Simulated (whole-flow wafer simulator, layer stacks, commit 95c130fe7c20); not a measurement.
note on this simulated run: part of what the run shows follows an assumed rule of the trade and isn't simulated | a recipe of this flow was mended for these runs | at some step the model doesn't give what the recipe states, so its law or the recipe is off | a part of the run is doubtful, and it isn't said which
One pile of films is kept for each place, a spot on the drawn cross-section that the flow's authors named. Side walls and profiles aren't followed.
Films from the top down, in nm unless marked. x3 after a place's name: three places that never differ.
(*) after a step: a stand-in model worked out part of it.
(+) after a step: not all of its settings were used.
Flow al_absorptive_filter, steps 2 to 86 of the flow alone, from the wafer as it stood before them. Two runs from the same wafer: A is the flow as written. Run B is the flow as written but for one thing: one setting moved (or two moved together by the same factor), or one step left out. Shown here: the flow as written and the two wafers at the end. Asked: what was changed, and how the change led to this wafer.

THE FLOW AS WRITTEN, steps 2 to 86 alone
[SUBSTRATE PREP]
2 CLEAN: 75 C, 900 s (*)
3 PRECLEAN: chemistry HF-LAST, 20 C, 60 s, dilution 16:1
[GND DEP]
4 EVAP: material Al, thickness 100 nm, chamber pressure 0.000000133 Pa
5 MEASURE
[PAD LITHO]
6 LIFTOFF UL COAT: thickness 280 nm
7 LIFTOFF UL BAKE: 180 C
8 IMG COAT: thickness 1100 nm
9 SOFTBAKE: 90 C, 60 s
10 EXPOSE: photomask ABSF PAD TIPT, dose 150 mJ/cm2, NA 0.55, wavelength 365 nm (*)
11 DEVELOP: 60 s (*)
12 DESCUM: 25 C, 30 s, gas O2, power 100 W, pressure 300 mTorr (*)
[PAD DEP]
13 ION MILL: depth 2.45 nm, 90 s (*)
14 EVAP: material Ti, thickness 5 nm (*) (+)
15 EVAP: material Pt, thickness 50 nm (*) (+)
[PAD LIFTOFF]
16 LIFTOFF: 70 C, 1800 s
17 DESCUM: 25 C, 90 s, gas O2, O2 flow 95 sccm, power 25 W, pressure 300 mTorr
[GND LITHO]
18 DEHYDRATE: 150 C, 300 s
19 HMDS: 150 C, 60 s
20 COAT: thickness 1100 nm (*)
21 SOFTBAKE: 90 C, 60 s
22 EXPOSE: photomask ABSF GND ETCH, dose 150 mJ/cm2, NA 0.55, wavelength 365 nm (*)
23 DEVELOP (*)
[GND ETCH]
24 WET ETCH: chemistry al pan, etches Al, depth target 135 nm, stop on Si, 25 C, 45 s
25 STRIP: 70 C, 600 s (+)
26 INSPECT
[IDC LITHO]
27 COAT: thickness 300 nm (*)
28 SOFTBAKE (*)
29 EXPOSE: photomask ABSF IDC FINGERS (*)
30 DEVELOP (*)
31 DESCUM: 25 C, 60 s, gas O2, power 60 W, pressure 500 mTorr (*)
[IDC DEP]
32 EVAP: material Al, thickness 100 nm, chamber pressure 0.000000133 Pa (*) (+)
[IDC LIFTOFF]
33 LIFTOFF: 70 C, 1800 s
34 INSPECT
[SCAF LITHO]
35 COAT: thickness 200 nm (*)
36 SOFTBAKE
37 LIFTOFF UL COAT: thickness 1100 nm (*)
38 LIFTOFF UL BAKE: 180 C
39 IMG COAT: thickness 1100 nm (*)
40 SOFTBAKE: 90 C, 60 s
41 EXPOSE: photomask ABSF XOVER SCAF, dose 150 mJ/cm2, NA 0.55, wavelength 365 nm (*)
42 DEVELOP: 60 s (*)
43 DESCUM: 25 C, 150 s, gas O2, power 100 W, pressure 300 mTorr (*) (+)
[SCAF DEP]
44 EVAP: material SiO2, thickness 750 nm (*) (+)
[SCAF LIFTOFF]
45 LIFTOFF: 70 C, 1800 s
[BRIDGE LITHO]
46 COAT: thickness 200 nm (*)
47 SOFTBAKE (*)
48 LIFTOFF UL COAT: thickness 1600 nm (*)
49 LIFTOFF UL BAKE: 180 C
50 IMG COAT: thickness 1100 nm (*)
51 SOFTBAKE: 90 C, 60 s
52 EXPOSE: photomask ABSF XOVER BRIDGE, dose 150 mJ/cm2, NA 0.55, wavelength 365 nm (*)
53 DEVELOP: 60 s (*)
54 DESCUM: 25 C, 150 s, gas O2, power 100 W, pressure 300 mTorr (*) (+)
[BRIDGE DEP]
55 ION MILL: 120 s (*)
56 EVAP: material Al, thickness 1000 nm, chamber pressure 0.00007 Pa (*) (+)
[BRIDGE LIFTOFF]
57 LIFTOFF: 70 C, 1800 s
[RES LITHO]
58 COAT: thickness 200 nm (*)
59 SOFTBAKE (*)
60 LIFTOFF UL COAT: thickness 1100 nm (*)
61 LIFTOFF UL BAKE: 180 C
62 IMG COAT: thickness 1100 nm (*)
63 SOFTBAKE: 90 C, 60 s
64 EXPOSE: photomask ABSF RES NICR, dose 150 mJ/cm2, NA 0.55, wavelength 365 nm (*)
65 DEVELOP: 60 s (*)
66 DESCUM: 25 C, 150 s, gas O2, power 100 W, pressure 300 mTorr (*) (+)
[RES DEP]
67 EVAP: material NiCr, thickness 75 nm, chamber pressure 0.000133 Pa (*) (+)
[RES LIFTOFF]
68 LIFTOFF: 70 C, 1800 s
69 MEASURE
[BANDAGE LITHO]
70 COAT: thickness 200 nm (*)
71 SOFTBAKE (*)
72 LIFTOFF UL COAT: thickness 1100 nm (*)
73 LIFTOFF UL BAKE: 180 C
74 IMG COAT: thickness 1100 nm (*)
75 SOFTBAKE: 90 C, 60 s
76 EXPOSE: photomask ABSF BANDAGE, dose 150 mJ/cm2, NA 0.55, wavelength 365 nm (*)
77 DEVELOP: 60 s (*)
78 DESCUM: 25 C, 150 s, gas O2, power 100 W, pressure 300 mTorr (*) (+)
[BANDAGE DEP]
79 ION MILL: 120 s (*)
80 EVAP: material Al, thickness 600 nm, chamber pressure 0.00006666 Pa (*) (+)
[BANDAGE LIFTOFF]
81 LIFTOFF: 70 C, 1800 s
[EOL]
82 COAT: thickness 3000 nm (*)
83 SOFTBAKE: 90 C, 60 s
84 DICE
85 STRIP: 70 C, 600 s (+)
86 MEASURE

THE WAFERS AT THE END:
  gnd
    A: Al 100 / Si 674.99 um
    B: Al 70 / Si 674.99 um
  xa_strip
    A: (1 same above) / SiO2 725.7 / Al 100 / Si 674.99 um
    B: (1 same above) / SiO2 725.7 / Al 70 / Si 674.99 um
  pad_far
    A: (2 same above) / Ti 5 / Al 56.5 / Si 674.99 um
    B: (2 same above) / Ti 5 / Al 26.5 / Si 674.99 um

The cause: step 4, EVAP: thickness 70 nm was run, where the flow has thickness 100 nm.
It can be read off the wafer: gnd has Al 70, and step 4 as written asks for 100 nm.

How the change led to this, step by step:
  4 EVAP: material Al, thickness 100 nm, chamber pressure 0.000000133 Pa
      gnd, pad_far, pad_near and 11 more: A Al +100 (new film) | B Al +70 (new film)
  24 WET ETCH: chemistry al pan, etches Al, depth target 135 nm, stop on Si, 25 C, 45 s
      res, xl_gap, idc_field, idc_line, idc_space: A Al -86.7 (all of it) | B Al -56.7 (all of it)
  27 COAT: thickness 300 nm (*)
      ledge: A e-beam-resist +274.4 (new film) | B e-beam-resist +283.2 (new film)
      res: A e-beam-resist +349.6 (new film) | B e-beam-resist +335.4 (new film)
      (and at 1 more place)
  33 LIFTOFF: 70 C, 1800 s
      ledge: A Al -100 (all of it), e-beam-resist -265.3 (all of it) | B Al -100 (all of it), e-beam-resist -274.1 (all of it)
      res: A Al -100 (all of it), e-beam-resist -340.6 (all of it) | B Al -100 (all of it), e-beam-resist -326.4 (all of it)
      (and at 1 more place)
  35 COAT: thickness 200 nm (*)
      ledge: A acrylic-e-beam-resist +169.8 (new film) | B acrylic-e-beam-resist +179.8 (new film)
      res: A acrylic-e-beam-resist +231.4 (new film) | B acrylic-e-beam-resist +222.9 (new film)
      (and at 2 more places)
  43 DESCUM: 25 C, 150 s, gas O2, power 100 W, pressure 300 mTorr (*) (+)
      gnd, pad_far, pad_near and 7 more: A i-line-resist -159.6 | B i-line-resist -147.9
      xl_gap: A acrylic-e-beam-resist -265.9 (all of it) | B acrylic-e-beam-resist -246.5 (all of it)
      (and at 1 more place)
  45 LIFTOFF: 70 C, 1800 s
      ledge: A SiO2 -750 (all of it), i-line-resist -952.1 (all of it), lift-off-underlayer -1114 (all of it), acrylic-e-beam-resist -169.8 (all of it) | B SiO2 -750 (all of it), i-line-resist -959.6 (all of it), lift-off-underlayer -1110.2 (all of it), acrylic-e-beam-resist -179.8 (all of it)
      res: A SiO2 -750 (all of it), i-line-resist -956.3 (all of it), lift-off-underlayer -1148.2 (all of it), acrylic-e-beam-resist -231.4 (all of it) | B SiO2 -750 (all of it), i-line-resist -962.8 (all of it), lift-off-underlayer -1133.8 (all of it), acrylic-e-beam-resist -222.9 (all of it)
  46 COAT: thickness 200 nm (*)
      ledge: A acrylic-e-beam-resist +169.8 (new film) | B acrylic-e-beam-resist +179.8 (new film)
      res: A acrylic-e-beam-resist +231.4 (new film) | B acrylic-e-beam-resist +222.9 (new film)
      (and at 2 more places)
  54 DESCUM: 25 C, 150 s, gas O2, power 100 W, pressure 300 mTorr (*) (+)
      xl_gap: A acrylic-e-beam-resist -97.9 (all of it) | B acrylic-e-beam-resist -87.7 (all of it)
      xl_turn: A acrylic-e-beam-resist -141.8 (all of it) | B acrylic-e-beam-resist -146.7 (all of it)
  57 LIFTOFF: 70 C, 1800 s
      ledge: A Al -1000 (all of it), i-line-resist -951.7 (all of it), lift-off-underlayer -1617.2 (all of it), acrylic-e-beam-resist -169.8 (all of it) | B Al -1000 (all of it), i-line-resist -948.4 (all of it), lift-off-underlayer -1612.4 (all of it), acrylic-e-beam-resist -179.8 (all of it)
      res: A Al -1000 (all of it), i-line-resist -954.3 (all of it), lift-off-underlayer -1653.2 (all of it), acrylic-e-beam-resist -231.4 (all of it) | B Al -1000 (all of it), i-line-resist -950.4 (all of it), lift-off-underlayer -1637.3 (all of it), acrylic-e-beam-resist -222.9 (all of it)
  58 COAT: thickness 200 nm (*)
      ledge: A acrylic-e-beam-resist +169.8 (new film) | B acrylic-e-beam-resist +179.8 (new film)
      res: A acrylic-e-beam-resist +231.4 (new film) | B acrylic-e-beam-resist +222.9 (new film)
      (and at 2 more places)
  60 LIFTOFF UL COAT: thickness 1100 nm (*)
      xl_gap: A lift-off-underlayer +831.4 (new film) | B lift-off-underlayer +814.4 (new film)
  66 DESCUM: 25 C, 150 s, gas O2, power 100 W, pressure 300 mTorr (*) (+)
      gnd, pad_far, xa_field and 8 more: A i-line-resist -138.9 | B i-line-resist -133.7
      ledge: A acrylic-e-beam-resist -169.8 (all of it) | B acrylic-e-beam-resist -179.8 (all of it)
      (and at 1 more place)
  68 LIFTOFF: 70 C, 1800 s
      xl_gap: A NiCr -75 (all of it), i-line-resist -818.3 (all of it), lift-off-underlayer -831.4 (all of it), acrylic-e-beam-resist -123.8 (all of it) | B NiCr -75 (all of it), i-line-resist -820.1 (all of it), lift-off-underlayer -814.4 (all of it), acrylic-e-beam-resist -118 (all of it)
      xl_turn: A NiCr -75 (all of it), i-line-resist -760.9 (all of it), lift-off-underlayer -781.4 (all of it), acrylic-e-beam-resist -146.6 (all of it) | B NiCr -75 (all of it), i-line-resist -762.6 (all of it), lift-off-underlayer -784.7 (all of it), acrylic-e-beam-resist -150.6 (all of it)
  70 COAT: thickness 200 nm (*)
      ledge: A acrylic-e-beam-resist +167 (new film) | B acrylic-e-beam-resist +177.1 (new film)
      res: A acrylic-e-beam-resist +218.1 (new film) | B acrylic-e-beam-resist +209.3 (new film)
      (and at 2 more places)
  81 LIFTOFF: 70 C, 1800 s
      ledge: A Al -600 (all of it), i-line-resist -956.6 (all of it), lift-off-underlayer -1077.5 (all of it), acrylic-e-beam-resist -167 (all of it) | B Al -600 (all of it), i-line-resist -952.5 (all of it), lift-off-underlayer -1073.6 (all of it), acrylic-e-beam-resist -177.1 (all of it)
      res: A Al -600 (all of it), i-line-resist -964.1 (all of it), lift-off-underlayer -1118.2 (all of it), acrylic-e-beam-resist -218.1 (all of it) | B Al -600 (all of it), i-line-resist -959.1 (all of it), lift-off-underlayer -1104 (all of it), acrylic-e-beam-resist -209.3 (all of it)
      (and at 2 more places)
  83 SOFTBAKE: 90 C, 60 s
      ledge: A i-line-resist -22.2 | B i-line-resist -22.8
      res: A i-line-resist -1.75 | B i-line-resist -2.83
      (and at 1 more place)
